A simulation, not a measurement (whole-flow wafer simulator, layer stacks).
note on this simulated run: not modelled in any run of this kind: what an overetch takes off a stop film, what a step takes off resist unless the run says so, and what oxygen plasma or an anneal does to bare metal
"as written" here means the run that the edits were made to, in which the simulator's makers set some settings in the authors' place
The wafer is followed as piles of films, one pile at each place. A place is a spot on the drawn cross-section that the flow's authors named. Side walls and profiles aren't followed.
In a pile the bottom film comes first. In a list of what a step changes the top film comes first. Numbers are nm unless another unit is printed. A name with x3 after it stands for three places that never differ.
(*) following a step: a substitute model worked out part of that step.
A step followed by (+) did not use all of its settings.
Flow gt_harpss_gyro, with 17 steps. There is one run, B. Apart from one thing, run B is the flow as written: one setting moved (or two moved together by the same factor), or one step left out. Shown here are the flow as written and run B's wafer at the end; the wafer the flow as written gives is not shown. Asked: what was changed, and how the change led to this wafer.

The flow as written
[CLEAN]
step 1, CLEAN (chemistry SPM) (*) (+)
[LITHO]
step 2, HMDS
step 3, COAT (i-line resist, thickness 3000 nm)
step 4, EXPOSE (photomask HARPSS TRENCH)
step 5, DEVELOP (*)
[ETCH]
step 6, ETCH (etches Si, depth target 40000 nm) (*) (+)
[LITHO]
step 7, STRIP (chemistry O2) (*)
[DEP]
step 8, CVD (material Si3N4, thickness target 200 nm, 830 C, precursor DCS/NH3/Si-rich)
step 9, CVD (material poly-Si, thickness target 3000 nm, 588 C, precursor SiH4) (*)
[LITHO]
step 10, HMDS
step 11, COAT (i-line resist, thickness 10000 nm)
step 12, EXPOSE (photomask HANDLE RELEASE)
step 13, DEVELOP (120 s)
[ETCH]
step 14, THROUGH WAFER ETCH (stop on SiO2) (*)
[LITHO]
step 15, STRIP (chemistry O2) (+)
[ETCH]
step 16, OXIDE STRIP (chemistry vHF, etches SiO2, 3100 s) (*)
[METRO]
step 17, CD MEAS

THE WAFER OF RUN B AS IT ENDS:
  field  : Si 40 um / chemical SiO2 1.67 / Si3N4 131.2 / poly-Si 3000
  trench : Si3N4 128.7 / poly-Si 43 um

What caused this: step 8, CVD: thickness target 131.2 nm was run, whereas the flow has thickness target 200 nm.
One can read it off the wafer: field has Si3N4 131.2, and step 8 as written asks for 200 nm.

Step by step, how the change led to this:
  step 8, CVD (material Si3N4, thickness target 200 nm, 830 C, precursor DCS/NH3/Si-rich)
      field: +131.2 Si3N4 (new film) (it would be, as written: +200 Si3N4 (new film))
      trench: +128.7 Si3N4 (new film) (it would be, as written: +195.9 Si3N4 (new film))
  step 9, CVD (material poly-Si, thickness target 3000 nm, 588 C, precursor SiH4) (*)
      trench: +43 um poly-Si (new film) (it would be, as written: +43.01 um poly-Si (new film))
